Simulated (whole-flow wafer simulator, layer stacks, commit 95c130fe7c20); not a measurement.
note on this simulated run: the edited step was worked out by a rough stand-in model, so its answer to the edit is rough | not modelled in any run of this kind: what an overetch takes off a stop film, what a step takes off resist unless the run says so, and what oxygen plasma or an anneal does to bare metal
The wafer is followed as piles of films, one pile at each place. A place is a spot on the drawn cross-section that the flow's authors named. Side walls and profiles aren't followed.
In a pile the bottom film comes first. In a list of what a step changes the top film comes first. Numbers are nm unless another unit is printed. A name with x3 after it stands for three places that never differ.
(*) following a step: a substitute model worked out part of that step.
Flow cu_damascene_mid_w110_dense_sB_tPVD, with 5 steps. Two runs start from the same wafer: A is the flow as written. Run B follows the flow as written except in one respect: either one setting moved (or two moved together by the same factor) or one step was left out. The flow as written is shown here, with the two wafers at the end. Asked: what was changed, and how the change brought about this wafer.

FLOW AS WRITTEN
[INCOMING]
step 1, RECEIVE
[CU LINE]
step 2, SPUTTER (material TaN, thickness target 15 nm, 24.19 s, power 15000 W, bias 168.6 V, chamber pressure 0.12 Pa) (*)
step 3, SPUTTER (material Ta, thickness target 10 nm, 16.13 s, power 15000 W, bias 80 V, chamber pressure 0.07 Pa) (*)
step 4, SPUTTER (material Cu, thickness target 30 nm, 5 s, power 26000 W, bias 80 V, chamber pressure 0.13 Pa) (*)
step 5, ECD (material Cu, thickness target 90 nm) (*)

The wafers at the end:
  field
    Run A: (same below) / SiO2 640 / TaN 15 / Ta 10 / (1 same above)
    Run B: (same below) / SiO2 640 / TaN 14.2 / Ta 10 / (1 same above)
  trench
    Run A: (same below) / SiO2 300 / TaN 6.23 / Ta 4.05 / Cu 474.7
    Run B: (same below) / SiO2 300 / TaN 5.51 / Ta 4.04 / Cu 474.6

Cause: step 2, SPUTTER: bias 200.2 V was run, while the flow as written has bias 168.6 V.

How this came from the change, step by step:
  step 2, SPUTTER (material TaN, thickness target 15 nm, 24.19 s, power 15000 W, bias 168.6 V, chamber pressure 0.12 Pa) (*)
      field: A +15 TaN (new film) | B +14.2 TaN (new film)
      trench: A +6.23 TaN (new film) | B +5.51 TaN (new film)
